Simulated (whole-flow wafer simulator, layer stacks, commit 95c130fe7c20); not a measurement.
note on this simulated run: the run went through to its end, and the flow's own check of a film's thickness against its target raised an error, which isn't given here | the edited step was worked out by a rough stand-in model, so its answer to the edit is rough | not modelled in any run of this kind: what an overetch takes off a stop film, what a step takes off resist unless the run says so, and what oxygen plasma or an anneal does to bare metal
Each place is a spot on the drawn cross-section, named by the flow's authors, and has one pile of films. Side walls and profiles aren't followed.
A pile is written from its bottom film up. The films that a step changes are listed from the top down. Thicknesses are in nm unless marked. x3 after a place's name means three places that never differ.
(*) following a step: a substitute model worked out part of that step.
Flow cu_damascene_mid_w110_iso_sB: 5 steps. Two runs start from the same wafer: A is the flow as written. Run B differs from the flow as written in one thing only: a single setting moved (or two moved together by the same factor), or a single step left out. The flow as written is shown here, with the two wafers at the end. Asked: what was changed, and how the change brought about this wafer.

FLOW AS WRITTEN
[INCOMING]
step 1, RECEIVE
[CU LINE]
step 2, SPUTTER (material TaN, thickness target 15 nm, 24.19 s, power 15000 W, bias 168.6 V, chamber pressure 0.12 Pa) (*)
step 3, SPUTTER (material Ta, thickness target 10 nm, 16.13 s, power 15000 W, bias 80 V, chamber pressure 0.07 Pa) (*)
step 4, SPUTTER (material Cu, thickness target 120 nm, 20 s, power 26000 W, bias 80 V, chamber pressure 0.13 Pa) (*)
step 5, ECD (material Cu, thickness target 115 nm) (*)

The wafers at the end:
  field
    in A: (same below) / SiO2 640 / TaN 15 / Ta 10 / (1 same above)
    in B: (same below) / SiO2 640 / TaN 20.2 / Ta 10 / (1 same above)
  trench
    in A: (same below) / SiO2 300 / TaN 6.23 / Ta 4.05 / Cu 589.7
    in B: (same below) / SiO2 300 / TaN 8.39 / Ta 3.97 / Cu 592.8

What caused this: step 2, SPUTTER: thickness target 20.2 nm was run, while the flow as written has thickness target 15 nm; step 2, SPUTTER: 32.66 s was run, where the flow has 24.19 s.
One can read it off the wafer: field has TaN 20.2, and step 2 as written asks for 15 nm.

The path from the change to this, step by step:
  step 2, SPUTTER (material TaN, thickness target 15 nm, 24.19 s, power 15000 W, bias 168.6 V, chamber pressure 0.12 Pa) (*)
      field: A +15 TaN (new film) | B +20.2 TaN (new film)
      trench: A +6.23 TaN (new film) | B +8.39 TaN (new film)
